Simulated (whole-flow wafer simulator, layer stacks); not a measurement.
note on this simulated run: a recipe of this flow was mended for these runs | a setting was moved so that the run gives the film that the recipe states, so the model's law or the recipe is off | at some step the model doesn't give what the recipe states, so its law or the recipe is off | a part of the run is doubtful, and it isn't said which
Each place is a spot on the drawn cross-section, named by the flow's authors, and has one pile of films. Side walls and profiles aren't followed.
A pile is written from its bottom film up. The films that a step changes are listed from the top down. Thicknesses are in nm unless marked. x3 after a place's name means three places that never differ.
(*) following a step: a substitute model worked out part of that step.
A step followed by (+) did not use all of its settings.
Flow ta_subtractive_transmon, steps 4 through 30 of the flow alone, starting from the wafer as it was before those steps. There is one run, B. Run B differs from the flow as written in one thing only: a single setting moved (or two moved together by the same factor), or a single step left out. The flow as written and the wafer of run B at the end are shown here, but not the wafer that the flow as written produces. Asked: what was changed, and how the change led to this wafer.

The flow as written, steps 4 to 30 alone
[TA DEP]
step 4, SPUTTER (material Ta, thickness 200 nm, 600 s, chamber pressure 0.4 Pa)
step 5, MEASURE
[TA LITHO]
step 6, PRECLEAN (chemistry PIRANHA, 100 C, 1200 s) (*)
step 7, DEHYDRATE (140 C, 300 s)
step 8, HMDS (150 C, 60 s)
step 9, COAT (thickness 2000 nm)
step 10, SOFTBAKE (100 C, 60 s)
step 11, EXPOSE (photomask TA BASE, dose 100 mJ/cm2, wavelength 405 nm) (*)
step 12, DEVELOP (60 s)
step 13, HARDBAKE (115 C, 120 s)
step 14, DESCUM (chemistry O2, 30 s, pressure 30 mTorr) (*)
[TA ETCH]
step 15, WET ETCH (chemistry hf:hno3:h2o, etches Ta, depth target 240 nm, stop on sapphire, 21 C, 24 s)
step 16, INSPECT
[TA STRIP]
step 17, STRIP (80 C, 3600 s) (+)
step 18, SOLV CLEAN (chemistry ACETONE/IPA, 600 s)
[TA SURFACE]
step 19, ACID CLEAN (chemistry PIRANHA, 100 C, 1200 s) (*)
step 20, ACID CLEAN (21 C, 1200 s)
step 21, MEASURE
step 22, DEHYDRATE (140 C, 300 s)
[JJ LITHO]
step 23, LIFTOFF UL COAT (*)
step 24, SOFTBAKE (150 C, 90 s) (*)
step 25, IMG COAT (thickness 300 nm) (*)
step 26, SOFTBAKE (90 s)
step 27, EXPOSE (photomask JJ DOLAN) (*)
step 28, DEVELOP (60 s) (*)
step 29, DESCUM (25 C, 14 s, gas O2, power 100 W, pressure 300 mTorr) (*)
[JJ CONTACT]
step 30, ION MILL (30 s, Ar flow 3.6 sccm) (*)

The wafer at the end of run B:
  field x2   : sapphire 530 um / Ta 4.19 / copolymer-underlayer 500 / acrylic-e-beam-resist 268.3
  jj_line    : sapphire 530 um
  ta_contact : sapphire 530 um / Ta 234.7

What caused this: step 4, SPUTTER: thickness 245 nm was run, though the flow has thickness 200 nm; step 4, SPUTTER: 735 s was run, where the flow has 600 s.

Step by step, how the change led to this:
  step 4, SPUTTER (material Ta, thickness 200 nm, 600 s, chamber pressure 0.4 Pa)
      field x2, jj_line, lead, ta_contact, ta_pad: Ta gains 245 (new film) (it would be, as written: Ta gains 200 (new film))
  step 15, WET ETCH (chemistry hf:hno3:h2o, etches Ta, depth target 240 nm, stop on sapphire, 21 C, 24 s)
      field x2, jj_line, lead: Ta loses 240 (it would be, as written: Ta loses 199.7 (all of it))
  step 23, LIFTOFF UL COAT (*)
      ta_contact: copolymer-underlayer gains 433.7 (new film) (it would be, as written: copolymer-underlayer gains 443.9 (new film))
  step 28, DEVELOP (60 s) (*)
      ta_contact: acrylic-e-beam-resist loses 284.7 (all of it), copolymer-underlayer loses 433.7 (all of it) (it would be, as written: acrylic-e-beam-resist loses 287.5 (all of it), copolymer-underlayer loses 443.9 (all of it))
  step 30, ION MILL (30 s, Ar flow 3.6 sccm) (*)
      jj_line, lead: Ta loses 4.19 (all of it), sapphire loses 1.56 (it would be, as written: sapphire loses 2.8)
If metal films that touch count as one body, field x2 has 1 body; the flow as written gives 0 bodies.
